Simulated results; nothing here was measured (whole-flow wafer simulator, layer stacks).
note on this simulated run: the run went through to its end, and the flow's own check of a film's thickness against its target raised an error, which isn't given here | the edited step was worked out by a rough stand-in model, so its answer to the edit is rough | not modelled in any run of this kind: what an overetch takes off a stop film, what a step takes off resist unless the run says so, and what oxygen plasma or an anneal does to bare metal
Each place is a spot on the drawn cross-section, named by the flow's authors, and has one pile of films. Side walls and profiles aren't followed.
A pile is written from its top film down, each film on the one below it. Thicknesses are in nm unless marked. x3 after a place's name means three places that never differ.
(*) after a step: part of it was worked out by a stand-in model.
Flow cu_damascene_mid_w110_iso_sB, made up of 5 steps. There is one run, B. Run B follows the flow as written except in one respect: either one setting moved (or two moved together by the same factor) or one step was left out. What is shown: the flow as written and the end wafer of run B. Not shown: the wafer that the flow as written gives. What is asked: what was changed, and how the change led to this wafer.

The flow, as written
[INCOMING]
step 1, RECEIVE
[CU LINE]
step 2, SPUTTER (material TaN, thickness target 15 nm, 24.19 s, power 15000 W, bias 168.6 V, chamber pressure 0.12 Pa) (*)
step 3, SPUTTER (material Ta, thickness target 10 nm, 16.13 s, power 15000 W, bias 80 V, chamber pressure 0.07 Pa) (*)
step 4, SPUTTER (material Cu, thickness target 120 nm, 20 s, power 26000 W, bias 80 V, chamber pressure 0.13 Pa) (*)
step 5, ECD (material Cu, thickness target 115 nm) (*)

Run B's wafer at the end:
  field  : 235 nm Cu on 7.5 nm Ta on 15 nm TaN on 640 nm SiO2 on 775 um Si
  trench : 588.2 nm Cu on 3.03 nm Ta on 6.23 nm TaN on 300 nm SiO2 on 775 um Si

Cause: step 3, SPUTTER: thickness target 7.5 nm was run, while the flow as written has thickness target 10 nm; step 3, SPUTTER: 12.1 s was run, where the flow has 16.13 s.
The wafer lets one read it off: field has Ta 7.5, and step 3 as written asks for 10 nm.

The path from the change to this, step by step:
  step 3, SPUTTER (material Ta, thickness target 10 nm, 16.13 s, power 15000 W, bias 80 V, chamber pressure 0.07 Pa) (*)
      field: +7.5 Ta (new film) (it would be, as written: +10 Ta (new film))
      trench: +3.03 Ta (new film) (it would be, as written: +4.05 Ta (new film))
